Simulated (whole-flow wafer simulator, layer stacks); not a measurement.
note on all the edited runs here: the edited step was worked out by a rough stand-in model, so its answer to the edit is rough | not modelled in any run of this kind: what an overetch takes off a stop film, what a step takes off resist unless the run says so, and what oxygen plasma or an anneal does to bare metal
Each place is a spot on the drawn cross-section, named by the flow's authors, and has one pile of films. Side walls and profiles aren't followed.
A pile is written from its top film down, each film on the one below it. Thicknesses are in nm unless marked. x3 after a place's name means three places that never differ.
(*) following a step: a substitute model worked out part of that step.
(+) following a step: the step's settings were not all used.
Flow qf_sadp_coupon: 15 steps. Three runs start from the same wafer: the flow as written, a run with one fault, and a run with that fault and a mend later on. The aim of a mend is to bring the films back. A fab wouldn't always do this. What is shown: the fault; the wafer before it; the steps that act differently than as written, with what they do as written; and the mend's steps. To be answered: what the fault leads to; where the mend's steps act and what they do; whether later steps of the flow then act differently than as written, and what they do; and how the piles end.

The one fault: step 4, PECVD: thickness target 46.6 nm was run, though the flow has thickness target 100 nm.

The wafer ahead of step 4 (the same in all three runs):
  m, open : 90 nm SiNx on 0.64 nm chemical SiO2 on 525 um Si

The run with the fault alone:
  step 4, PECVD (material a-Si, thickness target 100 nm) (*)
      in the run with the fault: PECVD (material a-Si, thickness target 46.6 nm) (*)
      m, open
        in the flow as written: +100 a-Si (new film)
        in the run with the fault: +46.6 a-Si (new film)
  Steps later in the flow that act otherwise than as written:
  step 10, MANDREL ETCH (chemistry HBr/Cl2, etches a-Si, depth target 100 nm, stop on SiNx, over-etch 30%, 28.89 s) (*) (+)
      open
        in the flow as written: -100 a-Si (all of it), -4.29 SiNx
        in the run with the fault: -46.6 a-Si (all of it), -11.9 SiNx
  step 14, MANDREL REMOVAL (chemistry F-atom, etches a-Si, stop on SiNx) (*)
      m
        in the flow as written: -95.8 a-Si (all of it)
        in the run with the fault: -42.4 a-Si (all of it)
  At open, the piles at the end differ from the flow's by more than 2% or 0.5 nm, whichever is larger.
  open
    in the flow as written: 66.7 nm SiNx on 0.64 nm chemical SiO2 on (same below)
    in the run with the fault: 59 nm SiNx on 0.64 nm chemical SiO2 on (same below)

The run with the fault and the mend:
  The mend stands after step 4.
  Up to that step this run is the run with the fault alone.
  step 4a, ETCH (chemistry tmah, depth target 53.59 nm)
      m, open
        -46.6 a-Si (all of it)
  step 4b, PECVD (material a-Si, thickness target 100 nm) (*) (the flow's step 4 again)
      m, open
        +100 a-Si (new film)
  None of the later steps of the flow acts differently than as written at any place that is followed.
  The piles end the same as the flow's at every place that both follow.
